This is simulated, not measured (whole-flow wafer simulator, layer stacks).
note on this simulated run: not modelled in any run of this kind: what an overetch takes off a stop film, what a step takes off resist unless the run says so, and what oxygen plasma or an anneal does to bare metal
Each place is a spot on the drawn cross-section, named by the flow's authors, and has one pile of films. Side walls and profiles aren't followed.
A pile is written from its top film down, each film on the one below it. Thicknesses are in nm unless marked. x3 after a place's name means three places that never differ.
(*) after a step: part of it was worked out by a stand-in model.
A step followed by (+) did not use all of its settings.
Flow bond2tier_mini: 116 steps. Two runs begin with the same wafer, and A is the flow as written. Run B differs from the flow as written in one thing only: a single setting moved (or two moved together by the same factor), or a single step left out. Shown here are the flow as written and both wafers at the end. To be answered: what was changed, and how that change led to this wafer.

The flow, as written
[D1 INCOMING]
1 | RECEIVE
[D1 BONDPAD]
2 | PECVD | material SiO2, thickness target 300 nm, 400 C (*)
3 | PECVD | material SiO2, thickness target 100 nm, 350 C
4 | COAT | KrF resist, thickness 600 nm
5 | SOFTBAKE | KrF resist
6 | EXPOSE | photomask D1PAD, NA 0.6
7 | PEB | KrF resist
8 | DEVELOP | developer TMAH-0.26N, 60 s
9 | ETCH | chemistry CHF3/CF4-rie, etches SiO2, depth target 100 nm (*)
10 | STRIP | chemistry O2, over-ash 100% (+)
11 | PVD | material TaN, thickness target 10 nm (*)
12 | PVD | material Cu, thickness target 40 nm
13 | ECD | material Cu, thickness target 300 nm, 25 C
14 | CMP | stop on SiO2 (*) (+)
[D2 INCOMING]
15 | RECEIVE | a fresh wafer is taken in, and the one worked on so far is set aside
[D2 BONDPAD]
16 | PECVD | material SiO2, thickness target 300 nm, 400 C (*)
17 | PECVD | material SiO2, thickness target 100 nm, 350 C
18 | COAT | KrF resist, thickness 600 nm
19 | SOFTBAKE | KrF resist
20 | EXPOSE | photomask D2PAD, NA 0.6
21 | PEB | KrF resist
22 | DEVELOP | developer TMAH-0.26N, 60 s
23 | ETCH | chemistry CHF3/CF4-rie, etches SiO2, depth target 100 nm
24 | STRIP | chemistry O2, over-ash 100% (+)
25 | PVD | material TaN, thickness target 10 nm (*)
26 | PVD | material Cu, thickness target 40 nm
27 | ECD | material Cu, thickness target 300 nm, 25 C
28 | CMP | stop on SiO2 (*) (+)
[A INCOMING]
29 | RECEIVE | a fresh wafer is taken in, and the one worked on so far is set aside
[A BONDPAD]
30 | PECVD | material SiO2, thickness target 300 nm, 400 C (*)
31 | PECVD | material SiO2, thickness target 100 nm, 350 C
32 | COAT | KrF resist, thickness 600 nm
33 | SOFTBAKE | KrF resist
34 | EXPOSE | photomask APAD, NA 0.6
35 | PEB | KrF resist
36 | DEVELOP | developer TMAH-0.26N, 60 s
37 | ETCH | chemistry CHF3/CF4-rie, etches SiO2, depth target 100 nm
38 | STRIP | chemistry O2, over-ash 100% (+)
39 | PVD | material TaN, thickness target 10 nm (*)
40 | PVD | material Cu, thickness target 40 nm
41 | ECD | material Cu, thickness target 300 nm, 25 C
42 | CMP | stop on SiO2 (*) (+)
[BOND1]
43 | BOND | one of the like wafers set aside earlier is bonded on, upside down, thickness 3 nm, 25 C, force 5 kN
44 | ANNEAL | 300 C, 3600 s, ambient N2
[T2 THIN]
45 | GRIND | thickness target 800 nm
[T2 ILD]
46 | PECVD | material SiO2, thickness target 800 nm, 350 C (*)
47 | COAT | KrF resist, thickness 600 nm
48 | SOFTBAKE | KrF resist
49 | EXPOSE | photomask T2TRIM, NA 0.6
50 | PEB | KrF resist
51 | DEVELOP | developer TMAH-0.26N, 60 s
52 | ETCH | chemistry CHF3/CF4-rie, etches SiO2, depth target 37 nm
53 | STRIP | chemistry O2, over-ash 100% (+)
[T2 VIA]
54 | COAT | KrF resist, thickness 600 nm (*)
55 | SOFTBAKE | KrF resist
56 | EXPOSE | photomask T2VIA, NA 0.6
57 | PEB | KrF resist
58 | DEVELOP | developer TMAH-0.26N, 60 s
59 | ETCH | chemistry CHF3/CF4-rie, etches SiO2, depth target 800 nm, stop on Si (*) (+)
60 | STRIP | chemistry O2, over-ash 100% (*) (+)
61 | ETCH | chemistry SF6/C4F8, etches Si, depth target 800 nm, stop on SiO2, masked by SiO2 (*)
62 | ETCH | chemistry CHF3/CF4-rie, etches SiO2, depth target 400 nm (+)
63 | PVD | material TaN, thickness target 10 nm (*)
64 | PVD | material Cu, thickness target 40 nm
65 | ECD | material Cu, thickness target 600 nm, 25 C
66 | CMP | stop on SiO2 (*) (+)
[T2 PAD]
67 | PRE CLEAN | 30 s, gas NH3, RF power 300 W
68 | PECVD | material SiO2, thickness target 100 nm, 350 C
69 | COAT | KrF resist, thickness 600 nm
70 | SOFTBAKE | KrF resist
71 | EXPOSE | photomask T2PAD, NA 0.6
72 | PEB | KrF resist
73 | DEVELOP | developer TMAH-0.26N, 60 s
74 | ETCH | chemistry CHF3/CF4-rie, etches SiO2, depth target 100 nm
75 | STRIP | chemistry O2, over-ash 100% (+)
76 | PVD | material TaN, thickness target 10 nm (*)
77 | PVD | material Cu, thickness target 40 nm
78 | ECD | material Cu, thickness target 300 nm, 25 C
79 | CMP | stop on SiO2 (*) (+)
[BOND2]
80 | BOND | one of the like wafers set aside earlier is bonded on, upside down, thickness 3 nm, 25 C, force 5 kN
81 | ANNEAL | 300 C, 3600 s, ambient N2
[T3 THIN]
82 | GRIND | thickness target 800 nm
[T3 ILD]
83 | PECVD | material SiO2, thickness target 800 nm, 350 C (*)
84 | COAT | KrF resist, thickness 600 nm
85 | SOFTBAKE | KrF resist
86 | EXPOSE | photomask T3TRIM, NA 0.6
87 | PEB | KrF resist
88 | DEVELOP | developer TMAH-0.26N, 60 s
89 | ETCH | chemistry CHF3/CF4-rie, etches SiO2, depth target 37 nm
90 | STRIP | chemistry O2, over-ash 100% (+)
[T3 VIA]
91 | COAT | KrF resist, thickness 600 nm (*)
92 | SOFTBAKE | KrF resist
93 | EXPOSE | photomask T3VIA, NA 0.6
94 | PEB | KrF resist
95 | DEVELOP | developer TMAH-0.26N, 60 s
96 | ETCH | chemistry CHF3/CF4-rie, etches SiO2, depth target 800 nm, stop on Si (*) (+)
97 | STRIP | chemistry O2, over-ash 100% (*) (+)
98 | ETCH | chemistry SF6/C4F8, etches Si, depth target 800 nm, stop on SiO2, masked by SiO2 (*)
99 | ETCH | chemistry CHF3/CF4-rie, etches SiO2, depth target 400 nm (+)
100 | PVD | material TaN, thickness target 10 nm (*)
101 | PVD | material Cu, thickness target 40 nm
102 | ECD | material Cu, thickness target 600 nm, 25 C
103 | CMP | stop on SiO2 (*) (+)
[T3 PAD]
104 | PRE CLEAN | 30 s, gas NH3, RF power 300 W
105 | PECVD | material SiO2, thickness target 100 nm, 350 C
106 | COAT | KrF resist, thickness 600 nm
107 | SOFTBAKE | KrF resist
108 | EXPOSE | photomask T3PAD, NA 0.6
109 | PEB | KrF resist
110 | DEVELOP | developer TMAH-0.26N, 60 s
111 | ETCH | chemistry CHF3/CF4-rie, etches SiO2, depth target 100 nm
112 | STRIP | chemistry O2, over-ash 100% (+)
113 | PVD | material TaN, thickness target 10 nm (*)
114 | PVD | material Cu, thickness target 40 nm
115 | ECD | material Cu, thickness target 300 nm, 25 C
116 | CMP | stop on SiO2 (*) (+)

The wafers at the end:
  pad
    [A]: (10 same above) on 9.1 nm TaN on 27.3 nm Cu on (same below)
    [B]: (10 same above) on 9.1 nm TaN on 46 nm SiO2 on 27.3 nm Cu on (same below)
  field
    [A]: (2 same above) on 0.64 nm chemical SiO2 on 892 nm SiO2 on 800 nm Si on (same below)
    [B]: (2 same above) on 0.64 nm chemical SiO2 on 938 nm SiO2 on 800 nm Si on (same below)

The reason: step 68, PECVD: thickness target 146 nm was run, while the flow as written has thickness target 100 nm.

Step by step, how the change led to this:
  68 | PECVD | material SiO2, thickness target 100 nm, 350 C
      field: A +100 SiO2 | B +146 SiO2
      pad: A +100 SiO2 (new film) | B +146 SiO2 (new film)
  74 | ETCH | chemistry CHF3/CF4-rie, etches SiO2, depth target 100 nm
      pad: A -100 SiO2 (all of it) | B -100 SiO2
With metal films that touch counted as one body, pad has 4 bodies (between them, from the top down: SiO2 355 / Si 800 / chemical SiO2 0.64 / SiO2 300; SiO2 46; SiO2 355 / Si 800 / chemical SiO2 0.64 / SiO2 300); the flow as written gives 3 bodies (between them, from the top down: SiO2 355 / Si 800 / chemical SiO2 0.64 / SiO2 300; SiO2 355 / Si 800 / chemical SiO2 0.64 / SiO2 300).
